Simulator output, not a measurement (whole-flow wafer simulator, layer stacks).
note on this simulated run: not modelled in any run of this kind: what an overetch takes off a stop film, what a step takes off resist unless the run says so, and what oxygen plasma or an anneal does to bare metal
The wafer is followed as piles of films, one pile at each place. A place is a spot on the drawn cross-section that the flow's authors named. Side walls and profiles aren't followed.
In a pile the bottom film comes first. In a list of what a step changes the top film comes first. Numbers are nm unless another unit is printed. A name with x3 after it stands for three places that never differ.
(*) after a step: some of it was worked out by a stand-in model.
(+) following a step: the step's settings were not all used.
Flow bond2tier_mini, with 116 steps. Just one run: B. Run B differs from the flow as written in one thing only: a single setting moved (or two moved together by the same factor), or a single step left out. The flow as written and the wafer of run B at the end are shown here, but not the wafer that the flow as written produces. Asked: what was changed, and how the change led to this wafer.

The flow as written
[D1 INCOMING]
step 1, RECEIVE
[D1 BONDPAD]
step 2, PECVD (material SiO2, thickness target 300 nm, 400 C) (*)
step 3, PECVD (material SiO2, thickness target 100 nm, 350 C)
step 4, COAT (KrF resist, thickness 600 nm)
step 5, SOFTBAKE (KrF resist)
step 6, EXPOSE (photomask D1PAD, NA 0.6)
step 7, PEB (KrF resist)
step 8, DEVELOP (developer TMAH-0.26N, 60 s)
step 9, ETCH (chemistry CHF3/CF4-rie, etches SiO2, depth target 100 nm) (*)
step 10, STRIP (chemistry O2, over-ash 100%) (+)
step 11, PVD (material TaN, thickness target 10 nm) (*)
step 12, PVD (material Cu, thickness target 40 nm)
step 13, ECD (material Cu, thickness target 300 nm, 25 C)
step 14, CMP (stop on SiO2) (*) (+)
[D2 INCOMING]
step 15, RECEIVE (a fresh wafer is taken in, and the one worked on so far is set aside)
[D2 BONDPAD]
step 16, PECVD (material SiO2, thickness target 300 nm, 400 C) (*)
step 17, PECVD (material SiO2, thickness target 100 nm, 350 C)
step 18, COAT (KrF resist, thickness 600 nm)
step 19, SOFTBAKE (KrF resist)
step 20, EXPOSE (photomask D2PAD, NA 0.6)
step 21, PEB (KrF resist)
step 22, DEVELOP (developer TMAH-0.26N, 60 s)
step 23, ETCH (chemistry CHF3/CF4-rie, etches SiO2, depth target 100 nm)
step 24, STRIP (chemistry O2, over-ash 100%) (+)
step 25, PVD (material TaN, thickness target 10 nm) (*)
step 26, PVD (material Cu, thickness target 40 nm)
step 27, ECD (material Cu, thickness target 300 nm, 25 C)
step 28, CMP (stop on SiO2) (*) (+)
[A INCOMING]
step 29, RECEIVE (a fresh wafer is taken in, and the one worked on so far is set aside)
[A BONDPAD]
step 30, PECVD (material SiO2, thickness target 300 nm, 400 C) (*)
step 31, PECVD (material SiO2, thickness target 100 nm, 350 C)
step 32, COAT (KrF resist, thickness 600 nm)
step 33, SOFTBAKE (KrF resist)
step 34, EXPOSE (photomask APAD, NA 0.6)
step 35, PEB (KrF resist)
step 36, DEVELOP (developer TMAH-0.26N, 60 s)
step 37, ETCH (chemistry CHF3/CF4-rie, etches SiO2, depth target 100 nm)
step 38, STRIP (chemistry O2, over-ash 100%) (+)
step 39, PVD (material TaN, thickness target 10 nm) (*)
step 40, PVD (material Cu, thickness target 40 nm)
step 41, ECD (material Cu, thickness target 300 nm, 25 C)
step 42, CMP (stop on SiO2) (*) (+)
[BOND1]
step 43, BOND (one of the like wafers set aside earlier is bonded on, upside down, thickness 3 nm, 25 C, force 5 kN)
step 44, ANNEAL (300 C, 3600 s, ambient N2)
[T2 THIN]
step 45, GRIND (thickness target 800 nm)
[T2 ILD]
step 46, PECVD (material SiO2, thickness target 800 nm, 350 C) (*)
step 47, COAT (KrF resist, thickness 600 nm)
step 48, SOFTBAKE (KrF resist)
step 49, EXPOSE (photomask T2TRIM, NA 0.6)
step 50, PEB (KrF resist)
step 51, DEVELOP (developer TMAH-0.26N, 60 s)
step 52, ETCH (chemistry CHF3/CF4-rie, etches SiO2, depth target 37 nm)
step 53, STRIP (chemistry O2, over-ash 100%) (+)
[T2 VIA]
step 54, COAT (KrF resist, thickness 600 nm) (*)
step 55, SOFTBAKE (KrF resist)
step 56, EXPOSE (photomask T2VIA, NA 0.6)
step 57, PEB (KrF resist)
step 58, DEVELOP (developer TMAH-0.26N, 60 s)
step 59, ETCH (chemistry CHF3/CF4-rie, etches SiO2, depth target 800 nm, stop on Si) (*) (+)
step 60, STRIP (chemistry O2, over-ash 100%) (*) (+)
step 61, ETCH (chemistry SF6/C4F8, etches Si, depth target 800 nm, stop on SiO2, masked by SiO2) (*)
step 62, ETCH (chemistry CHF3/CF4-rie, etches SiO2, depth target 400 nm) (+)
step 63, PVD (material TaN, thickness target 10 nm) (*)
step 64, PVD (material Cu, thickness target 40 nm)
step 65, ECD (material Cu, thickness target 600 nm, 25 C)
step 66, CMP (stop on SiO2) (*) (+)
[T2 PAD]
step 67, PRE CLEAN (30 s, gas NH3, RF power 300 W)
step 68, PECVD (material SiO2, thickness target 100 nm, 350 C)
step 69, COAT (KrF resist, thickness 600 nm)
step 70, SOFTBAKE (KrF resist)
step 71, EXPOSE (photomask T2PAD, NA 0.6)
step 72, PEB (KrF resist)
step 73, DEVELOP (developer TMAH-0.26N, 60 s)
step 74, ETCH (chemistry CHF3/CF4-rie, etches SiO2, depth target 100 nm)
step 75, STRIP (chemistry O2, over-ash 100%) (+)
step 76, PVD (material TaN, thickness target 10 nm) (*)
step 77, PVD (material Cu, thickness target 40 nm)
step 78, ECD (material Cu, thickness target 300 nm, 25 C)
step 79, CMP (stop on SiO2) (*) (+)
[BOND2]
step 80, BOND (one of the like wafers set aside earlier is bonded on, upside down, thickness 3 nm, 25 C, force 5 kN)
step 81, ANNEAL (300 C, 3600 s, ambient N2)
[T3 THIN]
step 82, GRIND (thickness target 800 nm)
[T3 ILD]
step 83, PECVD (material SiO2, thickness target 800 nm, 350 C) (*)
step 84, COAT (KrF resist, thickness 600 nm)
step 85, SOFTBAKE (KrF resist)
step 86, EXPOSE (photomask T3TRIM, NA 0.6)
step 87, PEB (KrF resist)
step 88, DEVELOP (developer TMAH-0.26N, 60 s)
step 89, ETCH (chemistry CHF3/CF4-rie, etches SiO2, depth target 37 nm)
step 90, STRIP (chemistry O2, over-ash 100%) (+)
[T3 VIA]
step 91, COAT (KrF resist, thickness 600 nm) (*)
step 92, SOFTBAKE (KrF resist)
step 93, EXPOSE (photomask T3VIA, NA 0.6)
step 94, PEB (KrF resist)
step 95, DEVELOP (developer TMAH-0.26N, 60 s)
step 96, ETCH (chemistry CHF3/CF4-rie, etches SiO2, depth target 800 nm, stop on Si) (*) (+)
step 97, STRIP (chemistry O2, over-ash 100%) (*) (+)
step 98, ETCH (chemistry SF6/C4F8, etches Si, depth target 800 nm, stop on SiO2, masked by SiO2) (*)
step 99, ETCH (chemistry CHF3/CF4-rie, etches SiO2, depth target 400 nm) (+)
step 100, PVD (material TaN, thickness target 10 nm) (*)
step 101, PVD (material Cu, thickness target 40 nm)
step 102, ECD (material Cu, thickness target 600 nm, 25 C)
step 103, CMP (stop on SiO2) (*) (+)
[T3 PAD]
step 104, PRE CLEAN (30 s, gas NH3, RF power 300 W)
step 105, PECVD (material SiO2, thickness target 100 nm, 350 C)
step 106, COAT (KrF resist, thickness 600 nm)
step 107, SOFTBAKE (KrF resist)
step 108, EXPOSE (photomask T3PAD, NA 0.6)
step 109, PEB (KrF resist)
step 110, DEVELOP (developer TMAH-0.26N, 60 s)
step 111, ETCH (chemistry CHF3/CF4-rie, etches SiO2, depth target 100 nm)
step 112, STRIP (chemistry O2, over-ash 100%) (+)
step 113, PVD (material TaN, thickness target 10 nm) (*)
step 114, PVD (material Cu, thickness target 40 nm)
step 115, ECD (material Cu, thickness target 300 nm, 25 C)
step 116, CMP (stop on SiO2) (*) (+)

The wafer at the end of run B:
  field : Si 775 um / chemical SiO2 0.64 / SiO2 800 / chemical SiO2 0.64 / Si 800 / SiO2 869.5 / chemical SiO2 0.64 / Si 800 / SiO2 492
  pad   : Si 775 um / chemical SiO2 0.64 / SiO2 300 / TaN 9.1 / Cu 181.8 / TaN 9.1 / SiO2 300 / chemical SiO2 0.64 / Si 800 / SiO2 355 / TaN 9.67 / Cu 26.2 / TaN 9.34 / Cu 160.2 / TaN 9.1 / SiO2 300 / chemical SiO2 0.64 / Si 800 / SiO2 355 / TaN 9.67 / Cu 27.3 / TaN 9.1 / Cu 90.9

Cause: step 68, PECVD: thickness target 77.5 nm was run, though the flow has thickness target 100 nm.

The path from the change to this, step by step:
  step 68, PECVD (material SiO2, thickness target 100 nm, 350 C)
      field: SiO2 gains 77.5 (it would be, as written: SiO2 gains 100)
      pad: SiO2 gains 77.5 (new film) (it would be, as written: SiO2 gains 100 (new film))
  step 74, ETCH (chemistry CHF3/CF4-rie, etches SiO2, depth target 100 nm)
      pad: SiO2 loses 77.5 (all of it), Cu loses 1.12 (it would be, as written: SiO2 loses 100 (all of it))
  step 77, PVD (material Cu, thickness target 40 nm)
      pad: Cu gains 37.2 (new film) (it would be, as written: Cu gains 36.4 (new film))
  step 78, ECD (material Cu, thickness target 300 nm, 25 C)
      pad: Cu gains 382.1 (it would be, as written: Cu gains 404.5)
